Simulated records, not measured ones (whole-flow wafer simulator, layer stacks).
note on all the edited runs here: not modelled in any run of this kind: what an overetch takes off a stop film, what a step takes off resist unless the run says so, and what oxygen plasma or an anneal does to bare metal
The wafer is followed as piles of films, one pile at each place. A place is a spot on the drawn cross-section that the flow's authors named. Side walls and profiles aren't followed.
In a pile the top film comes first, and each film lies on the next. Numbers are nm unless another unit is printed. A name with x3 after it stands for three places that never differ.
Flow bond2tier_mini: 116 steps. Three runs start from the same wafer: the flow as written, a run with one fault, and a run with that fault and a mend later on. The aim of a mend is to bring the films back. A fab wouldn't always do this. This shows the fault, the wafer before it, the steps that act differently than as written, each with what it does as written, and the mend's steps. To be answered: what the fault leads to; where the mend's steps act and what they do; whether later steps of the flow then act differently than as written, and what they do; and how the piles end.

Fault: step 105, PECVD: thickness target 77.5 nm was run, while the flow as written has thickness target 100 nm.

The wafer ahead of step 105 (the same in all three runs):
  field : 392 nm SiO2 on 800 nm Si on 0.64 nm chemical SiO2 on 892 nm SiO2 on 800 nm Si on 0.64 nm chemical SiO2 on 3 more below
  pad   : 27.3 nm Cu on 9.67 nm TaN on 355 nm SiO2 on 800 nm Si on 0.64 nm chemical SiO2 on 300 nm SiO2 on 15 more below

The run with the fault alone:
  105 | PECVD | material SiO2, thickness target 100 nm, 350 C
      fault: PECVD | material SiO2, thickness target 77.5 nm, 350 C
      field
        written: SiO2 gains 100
        fault: SiO2 gains 77.5
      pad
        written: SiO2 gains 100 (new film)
        fault: SiO2 gains 77.5 (new film)
  Later steps of the flow acting differently than as written (1 other step is not shown; it differs only slightly, by no more than 2% or 0.5 nm, whichever is larger):
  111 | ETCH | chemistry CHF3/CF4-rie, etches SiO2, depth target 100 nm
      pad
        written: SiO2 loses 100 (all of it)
        fault: SiO2 loses 77.5 (all of it), Cu loses 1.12
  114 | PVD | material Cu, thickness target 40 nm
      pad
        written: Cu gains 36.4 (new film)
        fault: Cu gains 37.2 (new film)
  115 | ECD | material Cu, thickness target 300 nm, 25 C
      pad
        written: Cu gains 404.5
        fault: Cu gains 382.1
  The piles end different from the flow's at field, pad by more than 2% or 0.5 nm, whichever is larger.
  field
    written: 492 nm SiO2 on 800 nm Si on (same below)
    fault: 469.5 nm SiO2 on 800 nm Si on (same below)
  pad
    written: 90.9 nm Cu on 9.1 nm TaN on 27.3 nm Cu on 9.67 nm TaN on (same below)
    fault: 69.3 nm Cu on 9.34 nm TaN on 26.2 nm Cu on 9.67 nm TaN on (same below)

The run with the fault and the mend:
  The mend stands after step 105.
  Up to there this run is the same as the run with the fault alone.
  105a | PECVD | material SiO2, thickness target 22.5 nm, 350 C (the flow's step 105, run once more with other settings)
      field, pad
        SiO2 gains 22.5
  Every later step of the flow that is run acts as written at every place that is followed.
  At every place that both follow, the piles at the end match the flow's.
